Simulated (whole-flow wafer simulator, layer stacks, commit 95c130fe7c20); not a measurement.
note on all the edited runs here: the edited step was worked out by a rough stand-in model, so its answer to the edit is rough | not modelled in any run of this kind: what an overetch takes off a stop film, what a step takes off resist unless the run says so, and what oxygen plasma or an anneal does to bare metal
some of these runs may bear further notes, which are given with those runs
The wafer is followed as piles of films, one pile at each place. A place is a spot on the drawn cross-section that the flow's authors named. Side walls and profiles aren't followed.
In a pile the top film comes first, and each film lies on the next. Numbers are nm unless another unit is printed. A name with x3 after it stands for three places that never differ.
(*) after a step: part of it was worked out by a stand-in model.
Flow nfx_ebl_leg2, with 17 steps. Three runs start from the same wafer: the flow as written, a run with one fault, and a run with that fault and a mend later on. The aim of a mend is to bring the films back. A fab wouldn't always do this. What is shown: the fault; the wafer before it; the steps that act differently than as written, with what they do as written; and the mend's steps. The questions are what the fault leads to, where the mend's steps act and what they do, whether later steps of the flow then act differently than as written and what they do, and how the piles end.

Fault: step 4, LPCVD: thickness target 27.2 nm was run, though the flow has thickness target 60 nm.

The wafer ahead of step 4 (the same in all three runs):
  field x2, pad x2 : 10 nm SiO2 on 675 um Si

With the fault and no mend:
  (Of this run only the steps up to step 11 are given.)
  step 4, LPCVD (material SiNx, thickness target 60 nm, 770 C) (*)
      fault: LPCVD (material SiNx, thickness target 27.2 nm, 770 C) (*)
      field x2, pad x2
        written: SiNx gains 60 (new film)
        fault: SiNx gains 27.2 (new film)
  Every later step of the flow up to step 11 that is run acts as written at every place that is followed.
  Once step 11 is done, the piles at field x2, pad x2 depart from the flow's by more than 2% or 0.5 nm, whichever is larger.
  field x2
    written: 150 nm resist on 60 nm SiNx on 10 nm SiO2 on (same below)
    fault: 150 nm resist on 27.2 nm SiNx on 10 nm SiO2 on (same below)
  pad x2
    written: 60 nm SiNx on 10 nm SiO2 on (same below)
    fault: 27.2 nm SiNx on 10 nm SiO2 on (same below)

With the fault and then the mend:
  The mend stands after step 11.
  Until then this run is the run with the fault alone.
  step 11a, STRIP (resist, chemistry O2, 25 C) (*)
      field x2
        resist loses 150 (all of it)
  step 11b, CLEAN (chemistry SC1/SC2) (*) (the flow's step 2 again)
      alters no film at any place that is followed
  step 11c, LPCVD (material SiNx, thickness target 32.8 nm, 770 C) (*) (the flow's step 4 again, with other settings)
      field x2, pad x2
        SiNx gains 32.8
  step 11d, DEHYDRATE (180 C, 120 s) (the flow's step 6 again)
      alters no film at any place that is followed
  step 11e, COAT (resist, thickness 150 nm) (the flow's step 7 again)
      field x2, pad x2
        resist gains 150 (new film)
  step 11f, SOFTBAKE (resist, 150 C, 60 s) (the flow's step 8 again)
      alters no film at any place that is followed
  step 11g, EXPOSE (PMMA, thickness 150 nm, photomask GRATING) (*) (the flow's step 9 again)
      alters no film at any place that is followed
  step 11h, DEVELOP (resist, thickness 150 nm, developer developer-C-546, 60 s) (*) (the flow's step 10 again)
      pad x2
        resist loses 150 (all of it)
  Every later step of the flow that is run acts as written at every place that is followed.
  By the end, the piles equal the flow's at every place that both follow.
